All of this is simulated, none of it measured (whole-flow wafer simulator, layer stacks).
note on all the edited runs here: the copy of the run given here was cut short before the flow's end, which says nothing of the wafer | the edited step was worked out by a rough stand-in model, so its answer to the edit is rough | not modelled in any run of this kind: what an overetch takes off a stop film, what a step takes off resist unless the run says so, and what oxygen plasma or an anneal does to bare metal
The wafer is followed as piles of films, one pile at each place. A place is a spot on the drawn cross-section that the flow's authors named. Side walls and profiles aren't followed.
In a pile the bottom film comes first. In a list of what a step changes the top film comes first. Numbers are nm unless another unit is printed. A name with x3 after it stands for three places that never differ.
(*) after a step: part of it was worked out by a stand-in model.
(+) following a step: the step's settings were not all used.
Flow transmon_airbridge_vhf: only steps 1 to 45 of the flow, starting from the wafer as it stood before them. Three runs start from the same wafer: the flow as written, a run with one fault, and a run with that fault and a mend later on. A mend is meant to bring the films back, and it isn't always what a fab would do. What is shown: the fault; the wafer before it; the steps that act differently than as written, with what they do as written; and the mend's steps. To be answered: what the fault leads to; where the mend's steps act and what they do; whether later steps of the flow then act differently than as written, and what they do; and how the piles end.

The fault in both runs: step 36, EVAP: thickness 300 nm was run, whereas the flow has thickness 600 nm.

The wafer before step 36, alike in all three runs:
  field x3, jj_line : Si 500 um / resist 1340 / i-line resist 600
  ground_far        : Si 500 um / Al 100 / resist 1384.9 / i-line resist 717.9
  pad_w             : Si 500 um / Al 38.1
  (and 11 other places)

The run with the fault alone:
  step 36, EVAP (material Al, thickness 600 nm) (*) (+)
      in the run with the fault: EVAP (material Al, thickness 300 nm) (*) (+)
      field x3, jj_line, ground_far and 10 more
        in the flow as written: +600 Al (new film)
        in the run with the fault: +300 Al (new film)
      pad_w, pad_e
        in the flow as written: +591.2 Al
        in the run with the fault: +295.6 Al
  Later steps of the flow acting differently than as written:
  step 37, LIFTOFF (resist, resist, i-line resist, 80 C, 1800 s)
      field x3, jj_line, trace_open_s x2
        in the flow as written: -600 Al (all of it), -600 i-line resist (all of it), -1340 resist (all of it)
        in the run with the fault: -300 Al (all of it), -600 i-line resist (all of it), -1340 resist (all of it)
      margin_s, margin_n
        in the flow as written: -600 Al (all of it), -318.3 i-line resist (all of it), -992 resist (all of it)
        in the run with the fault: -300 Al (all of it), -318.3 i-line resist (all of it), -992 resist (all of it)
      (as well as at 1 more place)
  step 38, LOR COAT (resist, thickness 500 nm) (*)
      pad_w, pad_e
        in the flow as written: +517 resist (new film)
        in the run with the fault: +545.2 resist (new film)
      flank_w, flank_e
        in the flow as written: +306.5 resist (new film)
        in the run with the fault: +313.6 resist (new film)
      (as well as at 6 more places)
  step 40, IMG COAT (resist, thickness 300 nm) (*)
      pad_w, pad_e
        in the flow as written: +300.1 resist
        in the run with the fault: +314.4 resist
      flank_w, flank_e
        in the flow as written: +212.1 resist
        in the run with the fault: +222.3 resist
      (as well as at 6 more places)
  The piles end different from the flow's at pad_w, flank_w, gap_w and 7 more by more than 2% or 0.5 nm, whichever is larger.
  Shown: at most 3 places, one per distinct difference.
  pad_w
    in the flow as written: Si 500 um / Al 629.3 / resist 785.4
    in the run with the fault: Si 500 um / Al 333.7 / resist 827.8
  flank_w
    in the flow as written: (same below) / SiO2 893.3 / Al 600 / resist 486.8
    in the run with the fault: (same below) / SiO2 893.3 / Al 300 / resist 504.1
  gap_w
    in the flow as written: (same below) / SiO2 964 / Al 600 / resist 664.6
    in the run with the fault: (same below) / SiO2 964 / Al 300 / resist 686.9

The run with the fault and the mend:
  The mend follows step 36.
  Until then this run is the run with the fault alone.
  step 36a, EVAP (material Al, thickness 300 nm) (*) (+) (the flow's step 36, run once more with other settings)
      field x3, jj_line, ground_far and 10 more
        +300 Al
      pad_w, pad_e
        +295.6 Al
  Later steps of the flow that are run all act as written at every place that is followed, up to a difference of at most 2% or 0.5 nm, whichever is larger.
  The piles end only slightly different from the flow's at the places that both follow, by no more than 2% or 0.5 nm, whichever is larger.
